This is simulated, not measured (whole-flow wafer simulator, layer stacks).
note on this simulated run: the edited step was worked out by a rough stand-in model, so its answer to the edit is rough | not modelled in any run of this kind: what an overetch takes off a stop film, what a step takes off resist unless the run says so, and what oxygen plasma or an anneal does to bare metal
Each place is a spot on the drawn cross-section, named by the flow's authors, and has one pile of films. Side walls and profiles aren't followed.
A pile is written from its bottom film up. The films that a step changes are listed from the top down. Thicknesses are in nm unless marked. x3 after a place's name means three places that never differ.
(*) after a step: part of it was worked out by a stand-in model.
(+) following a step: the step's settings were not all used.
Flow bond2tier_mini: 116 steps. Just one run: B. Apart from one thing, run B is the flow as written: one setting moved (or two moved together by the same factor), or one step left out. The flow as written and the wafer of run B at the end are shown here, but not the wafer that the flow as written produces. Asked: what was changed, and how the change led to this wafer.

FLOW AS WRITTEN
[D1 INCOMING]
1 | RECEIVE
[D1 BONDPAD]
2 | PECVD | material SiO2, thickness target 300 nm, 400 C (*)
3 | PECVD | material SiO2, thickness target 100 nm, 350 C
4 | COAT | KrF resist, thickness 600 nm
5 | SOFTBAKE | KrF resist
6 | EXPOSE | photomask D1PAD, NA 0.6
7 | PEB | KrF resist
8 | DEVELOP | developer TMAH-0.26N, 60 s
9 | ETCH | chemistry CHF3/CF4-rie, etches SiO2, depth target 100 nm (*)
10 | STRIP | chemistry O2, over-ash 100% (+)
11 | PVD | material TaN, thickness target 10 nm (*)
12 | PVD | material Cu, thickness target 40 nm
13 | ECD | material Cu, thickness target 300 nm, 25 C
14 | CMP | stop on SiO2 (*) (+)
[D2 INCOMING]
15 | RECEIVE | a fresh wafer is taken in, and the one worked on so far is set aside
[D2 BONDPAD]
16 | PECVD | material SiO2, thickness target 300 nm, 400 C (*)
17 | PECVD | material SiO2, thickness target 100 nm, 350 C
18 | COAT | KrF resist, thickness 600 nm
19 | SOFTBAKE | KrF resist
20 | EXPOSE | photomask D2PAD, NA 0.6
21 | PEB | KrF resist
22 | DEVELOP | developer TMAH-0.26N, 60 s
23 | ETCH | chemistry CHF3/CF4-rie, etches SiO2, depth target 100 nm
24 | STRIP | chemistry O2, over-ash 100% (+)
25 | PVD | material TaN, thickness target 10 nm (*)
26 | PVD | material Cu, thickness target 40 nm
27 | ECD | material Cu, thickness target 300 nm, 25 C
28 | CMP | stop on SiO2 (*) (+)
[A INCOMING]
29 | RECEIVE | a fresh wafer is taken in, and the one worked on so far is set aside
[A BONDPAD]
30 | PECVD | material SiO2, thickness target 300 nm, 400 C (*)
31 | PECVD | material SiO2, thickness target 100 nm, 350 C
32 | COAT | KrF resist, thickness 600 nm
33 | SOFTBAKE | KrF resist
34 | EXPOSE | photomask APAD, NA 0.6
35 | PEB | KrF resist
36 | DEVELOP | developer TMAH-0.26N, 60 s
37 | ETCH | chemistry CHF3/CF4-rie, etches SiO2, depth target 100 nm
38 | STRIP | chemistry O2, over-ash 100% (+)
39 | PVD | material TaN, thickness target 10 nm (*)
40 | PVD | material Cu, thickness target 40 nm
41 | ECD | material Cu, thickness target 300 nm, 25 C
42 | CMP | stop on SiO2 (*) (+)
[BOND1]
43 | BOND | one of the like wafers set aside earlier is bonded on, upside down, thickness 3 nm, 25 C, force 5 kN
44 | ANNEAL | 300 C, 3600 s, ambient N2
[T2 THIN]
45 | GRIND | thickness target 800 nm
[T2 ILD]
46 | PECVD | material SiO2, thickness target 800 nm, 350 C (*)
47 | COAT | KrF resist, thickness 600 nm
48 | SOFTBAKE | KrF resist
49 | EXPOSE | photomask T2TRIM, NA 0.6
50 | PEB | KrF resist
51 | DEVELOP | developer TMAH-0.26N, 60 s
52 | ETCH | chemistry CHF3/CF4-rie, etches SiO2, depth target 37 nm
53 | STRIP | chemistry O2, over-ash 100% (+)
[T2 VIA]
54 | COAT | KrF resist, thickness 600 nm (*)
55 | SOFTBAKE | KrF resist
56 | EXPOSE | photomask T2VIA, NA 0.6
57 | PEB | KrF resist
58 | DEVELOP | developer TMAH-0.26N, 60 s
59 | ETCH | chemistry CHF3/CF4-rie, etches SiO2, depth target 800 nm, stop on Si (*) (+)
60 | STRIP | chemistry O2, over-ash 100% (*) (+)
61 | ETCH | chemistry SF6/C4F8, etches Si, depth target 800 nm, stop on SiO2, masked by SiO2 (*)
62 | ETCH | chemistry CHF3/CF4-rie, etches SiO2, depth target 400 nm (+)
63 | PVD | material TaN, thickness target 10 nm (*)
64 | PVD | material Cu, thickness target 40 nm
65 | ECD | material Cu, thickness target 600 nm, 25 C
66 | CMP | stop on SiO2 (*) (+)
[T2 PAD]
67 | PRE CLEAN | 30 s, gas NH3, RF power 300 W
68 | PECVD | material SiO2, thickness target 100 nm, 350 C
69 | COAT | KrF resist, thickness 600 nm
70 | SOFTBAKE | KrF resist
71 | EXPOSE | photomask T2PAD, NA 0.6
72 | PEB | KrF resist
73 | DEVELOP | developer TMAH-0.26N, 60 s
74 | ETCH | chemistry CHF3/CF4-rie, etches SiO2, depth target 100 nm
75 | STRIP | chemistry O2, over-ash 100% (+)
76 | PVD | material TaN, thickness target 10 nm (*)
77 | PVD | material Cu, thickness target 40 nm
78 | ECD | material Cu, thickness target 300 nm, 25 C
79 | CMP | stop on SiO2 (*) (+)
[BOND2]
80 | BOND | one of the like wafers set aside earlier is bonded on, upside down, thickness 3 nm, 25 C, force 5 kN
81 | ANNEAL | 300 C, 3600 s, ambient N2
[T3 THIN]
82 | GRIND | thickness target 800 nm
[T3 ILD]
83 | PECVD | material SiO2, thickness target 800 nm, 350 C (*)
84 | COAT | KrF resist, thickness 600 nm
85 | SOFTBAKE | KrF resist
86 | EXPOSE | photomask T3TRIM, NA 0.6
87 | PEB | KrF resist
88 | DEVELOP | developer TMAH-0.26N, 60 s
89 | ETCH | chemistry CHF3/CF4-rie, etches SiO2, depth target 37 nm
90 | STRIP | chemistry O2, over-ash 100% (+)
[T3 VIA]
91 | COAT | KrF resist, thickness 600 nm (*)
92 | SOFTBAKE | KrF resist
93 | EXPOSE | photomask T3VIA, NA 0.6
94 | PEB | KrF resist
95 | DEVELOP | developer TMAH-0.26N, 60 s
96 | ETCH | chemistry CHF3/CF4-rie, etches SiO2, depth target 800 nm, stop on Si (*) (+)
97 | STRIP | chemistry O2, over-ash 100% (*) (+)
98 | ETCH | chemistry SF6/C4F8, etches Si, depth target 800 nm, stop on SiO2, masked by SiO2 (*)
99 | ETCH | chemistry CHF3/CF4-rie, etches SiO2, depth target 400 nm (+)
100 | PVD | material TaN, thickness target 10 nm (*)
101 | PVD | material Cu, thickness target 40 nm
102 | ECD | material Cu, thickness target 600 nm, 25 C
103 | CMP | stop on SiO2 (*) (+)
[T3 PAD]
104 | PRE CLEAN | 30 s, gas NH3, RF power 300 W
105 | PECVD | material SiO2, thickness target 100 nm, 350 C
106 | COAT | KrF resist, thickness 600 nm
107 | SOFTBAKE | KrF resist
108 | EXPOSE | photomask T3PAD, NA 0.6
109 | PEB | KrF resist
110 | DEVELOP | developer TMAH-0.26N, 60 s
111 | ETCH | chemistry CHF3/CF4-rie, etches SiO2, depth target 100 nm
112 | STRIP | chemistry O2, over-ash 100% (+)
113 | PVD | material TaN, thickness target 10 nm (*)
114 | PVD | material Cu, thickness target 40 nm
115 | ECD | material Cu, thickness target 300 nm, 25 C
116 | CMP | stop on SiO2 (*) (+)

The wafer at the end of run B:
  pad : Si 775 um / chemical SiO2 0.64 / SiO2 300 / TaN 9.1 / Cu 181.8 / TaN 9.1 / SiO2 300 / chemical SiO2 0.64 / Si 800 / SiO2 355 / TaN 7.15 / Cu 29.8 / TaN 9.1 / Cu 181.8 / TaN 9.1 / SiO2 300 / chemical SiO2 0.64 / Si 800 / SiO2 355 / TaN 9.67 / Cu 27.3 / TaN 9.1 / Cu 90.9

Cause: step 63, PVD: thickness target 7.4 nm was run, whereas the flow has thickness target 10 nm.

How this came from the change, step by step:
  63 | PVD | material TaN, thickness target 10 nm (*)
      field: TaN gains 7.4 (new film) (as written it would have been: TaN gains 10 (new film))
      pad: TaN gains 7.15 (new film) (as written it would have been: TaN gains 9.67 (new film))
  66 | CMP | stop on SiO2 (*) (+)
      field: Cu loses 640 (all of it), TaN loses 7.4 (all of it) (as written it would have been: Cu loses 640 (all of it), TaN loses 10 (all of it))
